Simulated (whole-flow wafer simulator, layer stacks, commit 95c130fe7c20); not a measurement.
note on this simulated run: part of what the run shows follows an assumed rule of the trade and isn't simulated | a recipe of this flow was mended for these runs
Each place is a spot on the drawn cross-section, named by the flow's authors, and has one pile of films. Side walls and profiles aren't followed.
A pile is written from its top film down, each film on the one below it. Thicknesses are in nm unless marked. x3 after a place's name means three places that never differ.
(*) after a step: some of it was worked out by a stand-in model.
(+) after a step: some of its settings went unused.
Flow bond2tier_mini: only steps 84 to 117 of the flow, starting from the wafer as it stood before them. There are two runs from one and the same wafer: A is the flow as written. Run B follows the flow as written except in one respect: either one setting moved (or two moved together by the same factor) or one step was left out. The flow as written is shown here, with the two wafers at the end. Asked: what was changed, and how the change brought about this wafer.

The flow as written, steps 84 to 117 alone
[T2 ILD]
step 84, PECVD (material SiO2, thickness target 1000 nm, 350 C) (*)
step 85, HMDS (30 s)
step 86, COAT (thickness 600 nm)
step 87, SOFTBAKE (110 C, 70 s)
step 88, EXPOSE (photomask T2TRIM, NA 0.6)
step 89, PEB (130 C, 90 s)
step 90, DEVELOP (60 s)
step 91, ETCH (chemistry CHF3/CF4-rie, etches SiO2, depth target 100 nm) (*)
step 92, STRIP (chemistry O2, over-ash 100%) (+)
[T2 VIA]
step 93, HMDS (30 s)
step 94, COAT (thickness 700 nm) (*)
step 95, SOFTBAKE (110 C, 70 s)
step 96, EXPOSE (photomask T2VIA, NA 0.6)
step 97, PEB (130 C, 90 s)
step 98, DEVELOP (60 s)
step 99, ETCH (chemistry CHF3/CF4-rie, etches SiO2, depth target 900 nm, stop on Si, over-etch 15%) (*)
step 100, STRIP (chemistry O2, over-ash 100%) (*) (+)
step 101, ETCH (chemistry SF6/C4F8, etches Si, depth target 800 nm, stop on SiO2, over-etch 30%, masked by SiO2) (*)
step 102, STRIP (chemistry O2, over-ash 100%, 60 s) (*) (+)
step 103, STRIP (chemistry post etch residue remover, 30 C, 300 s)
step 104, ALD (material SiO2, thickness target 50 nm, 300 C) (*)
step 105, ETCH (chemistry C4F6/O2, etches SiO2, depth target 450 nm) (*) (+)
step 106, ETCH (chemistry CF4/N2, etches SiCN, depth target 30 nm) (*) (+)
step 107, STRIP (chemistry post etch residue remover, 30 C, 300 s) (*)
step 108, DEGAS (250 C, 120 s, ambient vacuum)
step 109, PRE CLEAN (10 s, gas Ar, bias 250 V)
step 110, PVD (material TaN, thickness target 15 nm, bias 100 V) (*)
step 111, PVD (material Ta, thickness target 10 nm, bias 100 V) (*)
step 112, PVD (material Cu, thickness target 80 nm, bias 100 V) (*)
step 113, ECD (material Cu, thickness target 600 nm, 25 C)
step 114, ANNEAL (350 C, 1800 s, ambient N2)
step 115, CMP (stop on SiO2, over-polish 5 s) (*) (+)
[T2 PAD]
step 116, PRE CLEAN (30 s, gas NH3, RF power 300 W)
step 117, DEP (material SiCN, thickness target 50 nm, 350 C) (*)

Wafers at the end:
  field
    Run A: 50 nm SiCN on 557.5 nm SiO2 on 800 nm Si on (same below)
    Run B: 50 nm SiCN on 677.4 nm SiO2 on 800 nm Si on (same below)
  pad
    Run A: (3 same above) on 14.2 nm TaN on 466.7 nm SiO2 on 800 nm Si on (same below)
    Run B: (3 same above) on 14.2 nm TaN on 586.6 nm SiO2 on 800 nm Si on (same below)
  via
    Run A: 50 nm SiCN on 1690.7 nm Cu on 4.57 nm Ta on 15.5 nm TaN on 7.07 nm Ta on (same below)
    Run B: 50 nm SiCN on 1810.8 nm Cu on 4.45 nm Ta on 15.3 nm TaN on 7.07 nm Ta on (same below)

The reason: step 84, PECVD: thickness target 1120 nm was run, while the flow as written has thickness target 1000 nm.

How this came from the change, step by step:
  step 84, PECVD (material SiO2, thickness target 1000 nm, 350 C) (*)
      field, pad, via: A +1000 SiO2 (new film) | B +1120 SiO2 (new film)
  step 99, ETCH (chemistry CHF3/CF4-rie, etches SiO2, depth target 900 nm, stop on Si, over-etch 15%) (*)
      via: A -900 SiO2 (all of it), -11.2 Si | B -1020 SiO2 (all of it), -1.25 Si
  step 112, PVD (material Cu, thickness target 80 nm, bias 100 V) (*)
      via: A +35 Cu (new film) | B +34 Cu (new film)
  step 113, ECD (material Cu, thickness target 600 nm, 25 C)
      via: A +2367 Cu | B +2488.2 Cu
